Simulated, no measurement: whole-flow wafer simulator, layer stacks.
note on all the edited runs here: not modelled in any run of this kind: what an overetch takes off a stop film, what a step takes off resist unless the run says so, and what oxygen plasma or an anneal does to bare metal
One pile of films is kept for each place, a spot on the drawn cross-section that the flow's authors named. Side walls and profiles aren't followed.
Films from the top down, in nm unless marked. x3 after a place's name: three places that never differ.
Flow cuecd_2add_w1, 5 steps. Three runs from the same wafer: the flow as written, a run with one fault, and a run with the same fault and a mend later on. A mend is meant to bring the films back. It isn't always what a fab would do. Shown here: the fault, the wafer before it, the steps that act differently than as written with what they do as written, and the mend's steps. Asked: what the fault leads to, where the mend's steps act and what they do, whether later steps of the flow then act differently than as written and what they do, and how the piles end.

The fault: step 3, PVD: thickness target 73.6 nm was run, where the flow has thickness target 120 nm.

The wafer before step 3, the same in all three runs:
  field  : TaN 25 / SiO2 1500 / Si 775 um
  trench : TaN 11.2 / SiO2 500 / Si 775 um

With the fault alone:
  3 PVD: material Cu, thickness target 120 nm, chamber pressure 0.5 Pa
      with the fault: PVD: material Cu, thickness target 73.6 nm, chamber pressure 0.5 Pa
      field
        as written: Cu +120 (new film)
        with the fault: Cu +73.6 (new film)
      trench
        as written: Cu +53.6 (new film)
        with the fault: Cu +33.4 (new film)
  No later step of the flow acts differently than as written, at any place that is followed, by more than 2% or 0.5 nm, whichever is larger.
  At the end the piles differ from the flow's by more than 2% or 0.5 nm, whichever is larger, at field, trench.
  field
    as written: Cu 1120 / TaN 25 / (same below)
    with the fault: Cu 1073.6 / TaN 25 / (same below)
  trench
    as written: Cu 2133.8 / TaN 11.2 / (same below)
    with the fault: Cu 2087.4 / TaN 11.2 / (same below)

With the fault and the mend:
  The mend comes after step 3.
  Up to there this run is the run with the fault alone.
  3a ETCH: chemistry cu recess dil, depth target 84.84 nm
      field
        Cu -73.6 (all of it)
      trench
        Cu -33.4 (all of it)
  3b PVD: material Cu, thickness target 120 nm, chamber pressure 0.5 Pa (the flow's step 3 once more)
      field
        Cu +120 (new film)
      trench
        Cu +53.6 (new film)
  No later step of the flow acts differently than as written at any place that is followed.
  At the end the piles are the same as the flow's at every place that both follow.
